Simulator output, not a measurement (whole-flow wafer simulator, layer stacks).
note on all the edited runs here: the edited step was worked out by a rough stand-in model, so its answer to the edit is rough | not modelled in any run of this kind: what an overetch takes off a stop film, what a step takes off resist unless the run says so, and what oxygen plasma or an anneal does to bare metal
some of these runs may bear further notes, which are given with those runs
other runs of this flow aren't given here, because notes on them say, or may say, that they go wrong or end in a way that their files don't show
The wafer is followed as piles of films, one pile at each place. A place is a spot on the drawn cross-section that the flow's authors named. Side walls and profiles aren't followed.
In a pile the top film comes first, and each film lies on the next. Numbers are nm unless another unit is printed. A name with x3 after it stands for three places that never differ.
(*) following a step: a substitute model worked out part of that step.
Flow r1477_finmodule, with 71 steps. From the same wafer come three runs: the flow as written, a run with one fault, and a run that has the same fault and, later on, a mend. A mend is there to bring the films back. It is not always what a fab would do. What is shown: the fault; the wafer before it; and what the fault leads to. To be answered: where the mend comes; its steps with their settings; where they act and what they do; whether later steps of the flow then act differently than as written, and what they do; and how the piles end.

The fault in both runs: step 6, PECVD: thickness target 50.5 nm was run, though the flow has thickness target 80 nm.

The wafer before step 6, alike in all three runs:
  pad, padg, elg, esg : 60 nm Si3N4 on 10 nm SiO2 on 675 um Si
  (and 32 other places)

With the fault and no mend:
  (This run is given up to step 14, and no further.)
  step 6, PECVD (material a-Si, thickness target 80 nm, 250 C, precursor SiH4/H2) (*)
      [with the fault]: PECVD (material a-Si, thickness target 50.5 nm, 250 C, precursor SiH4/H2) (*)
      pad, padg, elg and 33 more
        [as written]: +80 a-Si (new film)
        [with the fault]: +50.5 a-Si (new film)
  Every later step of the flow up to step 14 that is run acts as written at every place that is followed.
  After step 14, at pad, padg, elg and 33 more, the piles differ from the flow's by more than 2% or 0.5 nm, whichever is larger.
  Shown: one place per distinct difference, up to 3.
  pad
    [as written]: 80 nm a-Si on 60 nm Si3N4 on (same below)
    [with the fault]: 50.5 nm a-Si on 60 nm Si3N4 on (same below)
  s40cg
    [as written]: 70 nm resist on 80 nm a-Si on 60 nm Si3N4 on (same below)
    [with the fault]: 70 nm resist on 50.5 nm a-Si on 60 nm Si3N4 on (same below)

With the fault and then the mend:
  After step 7 comes the mend.
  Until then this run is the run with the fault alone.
  step 7a, ETCH (chemistry tmah, depth target 58.07 nm)
      pad, padg, elg and 33 more
        -50.5 a-Si (all of it)
  step 7b, PECVD (material a-Si, thickness target 80 nm, 250 C, precursor SiH4/H2) (*) (the flow's step 6, run once more)
      pad, padg, elg and 33 more
        +80 a-Si (new film)
  Every later step of the flow that is run acts as written at every place that is followed.
  The piles end the same as the flow's at every place that both follow.
